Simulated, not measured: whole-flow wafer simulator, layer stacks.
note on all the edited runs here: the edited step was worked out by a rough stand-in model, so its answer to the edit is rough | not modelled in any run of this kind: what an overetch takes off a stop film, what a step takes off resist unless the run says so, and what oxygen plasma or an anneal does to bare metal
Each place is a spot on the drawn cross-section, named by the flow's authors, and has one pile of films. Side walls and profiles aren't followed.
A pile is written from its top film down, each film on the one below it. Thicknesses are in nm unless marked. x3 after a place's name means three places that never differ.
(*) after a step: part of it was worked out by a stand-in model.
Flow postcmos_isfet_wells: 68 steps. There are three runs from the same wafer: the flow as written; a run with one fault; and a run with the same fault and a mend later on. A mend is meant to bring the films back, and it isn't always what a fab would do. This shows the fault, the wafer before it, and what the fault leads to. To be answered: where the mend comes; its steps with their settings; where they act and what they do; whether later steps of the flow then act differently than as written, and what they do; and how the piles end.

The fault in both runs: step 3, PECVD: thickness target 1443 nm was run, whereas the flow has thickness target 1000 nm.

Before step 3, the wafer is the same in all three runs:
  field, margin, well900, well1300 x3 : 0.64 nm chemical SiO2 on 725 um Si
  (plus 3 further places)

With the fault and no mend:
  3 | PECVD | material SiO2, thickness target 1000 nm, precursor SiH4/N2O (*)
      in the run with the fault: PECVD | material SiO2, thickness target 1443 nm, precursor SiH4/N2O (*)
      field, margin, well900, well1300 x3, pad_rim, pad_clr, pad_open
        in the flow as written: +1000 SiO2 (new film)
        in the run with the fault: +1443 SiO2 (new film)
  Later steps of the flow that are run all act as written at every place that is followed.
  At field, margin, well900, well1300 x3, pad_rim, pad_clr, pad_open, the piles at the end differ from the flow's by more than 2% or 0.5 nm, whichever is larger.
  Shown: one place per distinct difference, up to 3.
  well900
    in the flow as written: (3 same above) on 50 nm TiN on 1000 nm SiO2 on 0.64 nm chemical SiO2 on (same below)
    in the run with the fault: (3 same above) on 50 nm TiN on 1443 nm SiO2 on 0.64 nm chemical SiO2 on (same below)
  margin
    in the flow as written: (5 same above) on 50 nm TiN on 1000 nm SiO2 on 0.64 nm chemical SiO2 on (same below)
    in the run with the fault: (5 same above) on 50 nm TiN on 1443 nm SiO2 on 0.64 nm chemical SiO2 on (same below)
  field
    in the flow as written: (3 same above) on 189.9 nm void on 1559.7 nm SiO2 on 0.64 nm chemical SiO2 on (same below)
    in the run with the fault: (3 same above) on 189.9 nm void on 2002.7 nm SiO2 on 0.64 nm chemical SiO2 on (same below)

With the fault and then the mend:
  After step 3 comes the mend.
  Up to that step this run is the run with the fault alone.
  3a | ETCH | chemistry boe, depth target 443 nm
      field, margin, well900, well1300 x3, pad_rim, pad_clr, pad_open
        -443 SiO2
  Later steps of the flow that are run all act as written at every place that is followed.
  By the end, the piles equal the flow's at every place that both follow.
